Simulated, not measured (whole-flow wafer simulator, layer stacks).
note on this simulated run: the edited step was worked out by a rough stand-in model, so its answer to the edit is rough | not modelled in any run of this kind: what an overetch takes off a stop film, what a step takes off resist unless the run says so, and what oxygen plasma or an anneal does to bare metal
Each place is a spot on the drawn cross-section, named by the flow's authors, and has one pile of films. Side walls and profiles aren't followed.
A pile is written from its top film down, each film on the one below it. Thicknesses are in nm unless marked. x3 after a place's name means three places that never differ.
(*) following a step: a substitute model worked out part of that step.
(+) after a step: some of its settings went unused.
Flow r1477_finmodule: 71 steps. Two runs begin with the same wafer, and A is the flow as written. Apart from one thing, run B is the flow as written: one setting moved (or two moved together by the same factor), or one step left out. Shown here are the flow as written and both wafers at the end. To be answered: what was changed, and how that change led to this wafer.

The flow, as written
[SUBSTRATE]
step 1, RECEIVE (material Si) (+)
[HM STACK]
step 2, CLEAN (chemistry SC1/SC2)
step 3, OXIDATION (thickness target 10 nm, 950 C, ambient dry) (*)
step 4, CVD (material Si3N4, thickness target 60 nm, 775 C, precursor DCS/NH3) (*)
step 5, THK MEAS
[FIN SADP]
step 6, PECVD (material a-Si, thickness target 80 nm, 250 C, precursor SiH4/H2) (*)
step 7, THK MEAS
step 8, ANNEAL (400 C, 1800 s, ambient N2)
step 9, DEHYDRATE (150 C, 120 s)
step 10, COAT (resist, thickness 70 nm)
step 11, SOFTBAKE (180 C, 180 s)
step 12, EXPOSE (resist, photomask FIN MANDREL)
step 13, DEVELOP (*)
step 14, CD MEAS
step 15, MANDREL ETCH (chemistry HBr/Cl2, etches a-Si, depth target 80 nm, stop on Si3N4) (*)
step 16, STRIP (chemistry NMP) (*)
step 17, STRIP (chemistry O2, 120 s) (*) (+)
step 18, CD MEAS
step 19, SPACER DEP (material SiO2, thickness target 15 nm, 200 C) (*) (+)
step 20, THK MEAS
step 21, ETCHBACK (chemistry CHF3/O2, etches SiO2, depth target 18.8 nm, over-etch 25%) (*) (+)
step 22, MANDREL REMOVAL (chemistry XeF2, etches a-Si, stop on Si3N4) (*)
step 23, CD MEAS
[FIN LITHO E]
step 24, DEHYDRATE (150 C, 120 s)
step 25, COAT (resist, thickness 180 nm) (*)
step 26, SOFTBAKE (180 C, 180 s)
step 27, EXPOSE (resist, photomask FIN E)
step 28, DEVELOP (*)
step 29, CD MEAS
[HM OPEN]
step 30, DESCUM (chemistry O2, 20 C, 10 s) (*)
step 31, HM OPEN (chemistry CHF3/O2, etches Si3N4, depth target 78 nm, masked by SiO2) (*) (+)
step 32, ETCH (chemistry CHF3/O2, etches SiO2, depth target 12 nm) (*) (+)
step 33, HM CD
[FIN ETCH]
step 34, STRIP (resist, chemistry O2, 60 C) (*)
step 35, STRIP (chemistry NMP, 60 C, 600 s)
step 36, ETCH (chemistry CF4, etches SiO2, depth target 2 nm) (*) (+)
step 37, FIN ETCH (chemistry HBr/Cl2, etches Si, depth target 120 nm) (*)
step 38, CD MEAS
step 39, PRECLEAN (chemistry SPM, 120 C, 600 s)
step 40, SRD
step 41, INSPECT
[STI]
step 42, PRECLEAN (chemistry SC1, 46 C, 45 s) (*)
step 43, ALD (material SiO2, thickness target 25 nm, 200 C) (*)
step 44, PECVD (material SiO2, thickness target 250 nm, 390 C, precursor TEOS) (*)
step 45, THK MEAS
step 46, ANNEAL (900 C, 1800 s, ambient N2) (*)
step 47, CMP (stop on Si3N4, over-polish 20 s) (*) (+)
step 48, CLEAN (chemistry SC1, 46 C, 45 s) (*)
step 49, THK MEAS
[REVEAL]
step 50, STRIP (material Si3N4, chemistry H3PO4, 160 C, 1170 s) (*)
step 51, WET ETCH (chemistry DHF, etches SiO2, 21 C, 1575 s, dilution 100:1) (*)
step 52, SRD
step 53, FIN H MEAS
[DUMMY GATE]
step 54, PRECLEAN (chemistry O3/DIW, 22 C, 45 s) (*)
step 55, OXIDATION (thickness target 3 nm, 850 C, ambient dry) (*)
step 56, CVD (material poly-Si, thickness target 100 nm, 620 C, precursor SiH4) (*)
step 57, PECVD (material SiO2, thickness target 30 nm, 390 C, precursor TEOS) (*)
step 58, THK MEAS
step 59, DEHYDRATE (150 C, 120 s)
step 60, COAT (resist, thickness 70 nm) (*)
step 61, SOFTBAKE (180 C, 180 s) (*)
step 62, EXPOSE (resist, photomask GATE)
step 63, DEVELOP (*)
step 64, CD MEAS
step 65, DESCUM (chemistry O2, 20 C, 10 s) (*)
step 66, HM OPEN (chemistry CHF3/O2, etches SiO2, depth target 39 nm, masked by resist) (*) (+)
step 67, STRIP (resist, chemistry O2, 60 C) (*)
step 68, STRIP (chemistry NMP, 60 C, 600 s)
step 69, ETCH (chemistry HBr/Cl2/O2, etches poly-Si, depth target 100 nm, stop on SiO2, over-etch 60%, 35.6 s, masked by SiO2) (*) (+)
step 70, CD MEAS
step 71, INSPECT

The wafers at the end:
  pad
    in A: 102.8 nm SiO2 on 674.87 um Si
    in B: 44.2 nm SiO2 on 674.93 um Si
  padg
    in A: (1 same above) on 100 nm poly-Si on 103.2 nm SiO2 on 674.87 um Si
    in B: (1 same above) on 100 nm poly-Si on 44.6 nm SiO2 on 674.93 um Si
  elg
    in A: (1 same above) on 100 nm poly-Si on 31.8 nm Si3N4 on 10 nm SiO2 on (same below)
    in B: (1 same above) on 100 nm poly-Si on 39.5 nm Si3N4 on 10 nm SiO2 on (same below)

Cause: step 37, FIN ETCH: depth target 61.2 nm was run, though the flow has depth target 120 nm.

Step by step, how the change led to this:
  step 37, FIN ETCH (chemistry HBr/Cl2, etches Si, depth target 120 nm) (*)
      pad, padg, esg and 19 more: A -120 Si | B -61.2 Si
      elg, e40lg, e100lg, e200lg, elo, e40lo, e100lo, e200lo: A -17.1 Si3N4 | B -8.74 Si3N4
      (as well as at 6 more places)
  step 43, ALD (material SiO2, thickness target 25 nm, 200 C) (*)
      s40cg, s45cg, s50cg, s40co, s45co, s50co: A +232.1 SiO2 (new film) | B +177.8 SiO2 (new film)
      esg: A +194.3 SiO2 (new film) | B +143.9 SiO2 (new film)
  step 47, CMP (stop on Si3N4, over-polish 20 s) (*) (+)
      pad, padg, e40sg and 11 more: A -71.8 SiO2 | B -130.6 SiO2
      elg, esg, e40lg and 6 more: A -241.6 SiO2 | B -250 SiO2
      (as well as at 1 more place)
  step 51, WET ETCH (chemistry DHF, etches SiO2, 21 C, 1575 s, dilution 100:1) (*)
      elg, e40lg, e100lg, e200lg, elo, e40lo, e100lo, e200lo: A -17.8 SiO2 (all of it), -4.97 Si3N4 | B -9.45 SiO2 (all of it), -5.65 Si3N4
  step 56, CVD (material poly-Si, thickness target 100 nm, 620 C, precursor SiH4) (*)
      esg: A +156 poly-Si (new film) | B +163.6 poly-Si (new film)
  step 60, COAT (resist, thickness 70 nm) (*)
      e40sg, eso, e40so: A +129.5 resist (new film) | B +136.7 resist (new film)
      e100sg, e100so: A +129.4 resist (new film) | B +136.6 resist (new film)
      (as well as at 2 more places)
  step 63, DEVELOP (*)
      eso, e40so: A -129.5 resist (all of it) | B -136.7 resist (all of it)
      e100so: A -129.4 resist (all of it) | B -136.6 resist (all of it)
      (as well as at 1 more place)
  step 67, STRIP (resist, chemistry O2, 60 C) (*)
      e40sg: A -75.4 resist (all of it) | B -82.6 resist (all of it)
      e100sg: A -75.3 resist (all of it) | B -82.5 resist (all of it)
      (as well as at 1 more place)
